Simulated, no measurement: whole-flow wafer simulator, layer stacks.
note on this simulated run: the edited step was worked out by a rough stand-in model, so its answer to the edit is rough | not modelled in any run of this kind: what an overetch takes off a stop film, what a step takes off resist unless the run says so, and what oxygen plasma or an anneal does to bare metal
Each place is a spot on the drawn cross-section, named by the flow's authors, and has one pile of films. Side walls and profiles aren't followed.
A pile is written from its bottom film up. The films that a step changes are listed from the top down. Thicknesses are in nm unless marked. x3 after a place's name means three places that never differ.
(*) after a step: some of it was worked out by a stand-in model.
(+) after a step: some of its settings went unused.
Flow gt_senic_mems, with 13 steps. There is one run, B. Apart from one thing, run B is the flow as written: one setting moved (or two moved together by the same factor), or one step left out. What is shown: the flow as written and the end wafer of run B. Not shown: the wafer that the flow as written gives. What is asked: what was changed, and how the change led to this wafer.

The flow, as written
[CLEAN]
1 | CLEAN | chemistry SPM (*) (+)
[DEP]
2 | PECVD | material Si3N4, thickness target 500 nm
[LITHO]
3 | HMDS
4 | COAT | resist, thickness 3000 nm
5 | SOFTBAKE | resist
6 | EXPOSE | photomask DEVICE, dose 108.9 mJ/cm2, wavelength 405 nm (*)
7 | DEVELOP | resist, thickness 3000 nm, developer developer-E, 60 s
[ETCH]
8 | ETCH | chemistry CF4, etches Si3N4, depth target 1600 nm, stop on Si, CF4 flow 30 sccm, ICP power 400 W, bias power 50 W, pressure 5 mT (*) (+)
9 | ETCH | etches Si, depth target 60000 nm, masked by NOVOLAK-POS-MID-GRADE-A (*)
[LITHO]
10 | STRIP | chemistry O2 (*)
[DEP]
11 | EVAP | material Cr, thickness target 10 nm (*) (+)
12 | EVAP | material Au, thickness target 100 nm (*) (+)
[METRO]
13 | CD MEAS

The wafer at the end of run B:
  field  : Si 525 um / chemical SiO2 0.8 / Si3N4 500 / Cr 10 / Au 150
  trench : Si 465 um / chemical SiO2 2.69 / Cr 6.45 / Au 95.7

The reason: step 12, EVAP: thickness target 150 nm was run, whereas the flow has thickness target 100 nm.
The wafer lets one read it off: field has Au 150, and step 12 as written asks for 100 nm.

Step by step, how the change led to this:
  12 | EVAP | material Au, thickness target 100 nm (*) (+)
      field: Au gains 150 (new film) (in the flow as written it would be: Au gains 100 (new film))
      trench: Au gains 95.7 (new film) (in the flow as written it would be: Au gains 64.1 (new film))
